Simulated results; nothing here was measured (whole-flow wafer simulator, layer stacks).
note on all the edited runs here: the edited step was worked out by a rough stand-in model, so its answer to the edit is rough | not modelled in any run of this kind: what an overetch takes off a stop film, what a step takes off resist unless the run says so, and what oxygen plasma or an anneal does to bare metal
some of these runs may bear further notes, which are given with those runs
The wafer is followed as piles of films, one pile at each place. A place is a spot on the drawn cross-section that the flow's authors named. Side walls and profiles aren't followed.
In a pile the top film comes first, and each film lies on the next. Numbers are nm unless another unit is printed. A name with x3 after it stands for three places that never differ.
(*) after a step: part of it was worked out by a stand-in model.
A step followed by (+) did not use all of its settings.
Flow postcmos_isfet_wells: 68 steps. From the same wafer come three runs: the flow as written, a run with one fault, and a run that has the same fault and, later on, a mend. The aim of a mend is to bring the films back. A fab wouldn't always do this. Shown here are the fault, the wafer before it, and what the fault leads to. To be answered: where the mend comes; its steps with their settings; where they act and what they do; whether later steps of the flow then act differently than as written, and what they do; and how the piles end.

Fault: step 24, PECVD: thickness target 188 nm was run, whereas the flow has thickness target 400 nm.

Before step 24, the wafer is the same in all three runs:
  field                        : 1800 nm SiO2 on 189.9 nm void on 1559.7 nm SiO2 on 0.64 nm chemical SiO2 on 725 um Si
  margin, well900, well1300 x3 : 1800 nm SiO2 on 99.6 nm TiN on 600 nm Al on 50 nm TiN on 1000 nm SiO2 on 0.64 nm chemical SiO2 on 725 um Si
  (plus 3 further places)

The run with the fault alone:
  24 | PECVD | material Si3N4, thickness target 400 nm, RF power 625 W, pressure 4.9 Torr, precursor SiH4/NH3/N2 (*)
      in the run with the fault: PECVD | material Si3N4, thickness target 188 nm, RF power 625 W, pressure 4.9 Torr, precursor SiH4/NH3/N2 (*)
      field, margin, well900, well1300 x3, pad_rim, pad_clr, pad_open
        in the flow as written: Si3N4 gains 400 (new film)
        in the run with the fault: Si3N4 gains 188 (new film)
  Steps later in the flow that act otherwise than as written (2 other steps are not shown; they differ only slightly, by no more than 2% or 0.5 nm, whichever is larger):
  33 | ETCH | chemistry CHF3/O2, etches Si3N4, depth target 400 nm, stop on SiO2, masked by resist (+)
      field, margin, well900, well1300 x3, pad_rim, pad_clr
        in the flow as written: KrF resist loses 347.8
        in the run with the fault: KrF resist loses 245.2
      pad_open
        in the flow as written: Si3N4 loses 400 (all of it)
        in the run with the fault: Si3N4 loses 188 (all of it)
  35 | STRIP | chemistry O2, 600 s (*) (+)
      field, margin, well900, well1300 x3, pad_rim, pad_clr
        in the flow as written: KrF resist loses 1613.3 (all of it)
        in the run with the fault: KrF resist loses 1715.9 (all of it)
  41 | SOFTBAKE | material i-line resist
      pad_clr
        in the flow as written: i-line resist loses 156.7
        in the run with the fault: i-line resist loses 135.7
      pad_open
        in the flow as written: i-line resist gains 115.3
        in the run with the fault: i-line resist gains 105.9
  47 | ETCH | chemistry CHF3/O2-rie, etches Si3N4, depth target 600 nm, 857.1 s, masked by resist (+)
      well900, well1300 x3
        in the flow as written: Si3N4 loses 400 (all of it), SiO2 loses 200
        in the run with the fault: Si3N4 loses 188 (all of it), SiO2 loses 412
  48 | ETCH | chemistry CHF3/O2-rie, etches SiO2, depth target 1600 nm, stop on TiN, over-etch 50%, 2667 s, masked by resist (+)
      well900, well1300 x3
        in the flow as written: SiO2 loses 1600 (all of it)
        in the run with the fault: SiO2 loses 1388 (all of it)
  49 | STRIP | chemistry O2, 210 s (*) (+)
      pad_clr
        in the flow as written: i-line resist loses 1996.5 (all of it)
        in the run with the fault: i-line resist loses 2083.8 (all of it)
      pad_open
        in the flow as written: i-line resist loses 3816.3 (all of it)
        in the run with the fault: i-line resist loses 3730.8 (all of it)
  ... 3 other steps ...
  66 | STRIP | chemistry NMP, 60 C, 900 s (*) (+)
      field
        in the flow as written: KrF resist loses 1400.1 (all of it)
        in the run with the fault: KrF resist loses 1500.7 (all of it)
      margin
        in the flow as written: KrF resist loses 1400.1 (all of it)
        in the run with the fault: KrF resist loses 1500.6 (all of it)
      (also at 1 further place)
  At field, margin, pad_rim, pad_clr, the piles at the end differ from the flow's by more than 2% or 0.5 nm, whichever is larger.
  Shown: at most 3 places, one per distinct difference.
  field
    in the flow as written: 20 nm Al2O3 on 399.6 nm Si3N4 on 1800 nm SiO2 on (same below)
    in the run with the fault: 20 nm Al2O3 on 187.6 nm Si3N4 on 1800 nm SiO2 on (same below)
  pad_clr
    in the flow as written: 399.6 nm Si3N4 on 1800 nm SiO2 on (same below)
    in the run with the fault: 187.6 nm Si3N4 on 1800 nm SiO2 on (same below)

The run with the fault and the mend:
  The mend follows step 32.
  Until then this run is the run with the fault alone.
  32a | STRIP | chemistry O2, 600 s (*) (+)
      field, margin, well900, well1300 x3, pad_rim, pad_clr
        KrF resist loses 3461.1 (all of it)
  32b | PECVD | material Si3N4, thickness target 212 nm, RF power 625 W, pressure 4.9 Torr, precursor SiH4/NH3/N2 (*) (the flow's step 24 again, with other settings)
      field, margin, well900, well1300 x3, pad_rim, pad_clr, pad_open
        Si3N4 gains 212
  32c | HMDS | 30 s (the flow's step 26 again)
      leaves every film unchanged at each place that is followed
  32d | COAT | KrF resist, thickness 3500 nm (the flow's step 27 again)
      field, margin, well900, well1300 x3, pad_rim, pad_clr, pad_open
        KrF resist gains 3500 (new film)
  32e | SOFTBAKE | material KrF resist (the flow's step 28 again)
      leaves every film unchanged at each place that is followed
  32f | EBR (the flow's step 29 again)
      leaves every film unchanged at each place that is followed
  32g | EXPOSE | photomask PAD, dose 67.86 mJ/cm2, NA 0.55, wavelength 248 nm (*) (the flow's step 30 again)
      leaves every film unchanged at each place that is followed
  32h | PEB (the flow's step 31 again)
      field, margin, well900, well1300 x3, pad_rim, pad_clr, pad_open
        KrF resist loses 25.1
  32i | DEVELOP | thickness 3500 nm, 60 s (the flow's step 32 again)
      field, margin, well900, well1300 x3, pad_rim, pad_clr
        KrF resist loses 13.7
      pad_open
        KrF resist loses 3474.9 (all of it)
  Every later step of the flow that is run acts as written at every place that is followed.
  At every place that both follow, the piles at the end match the flow's.
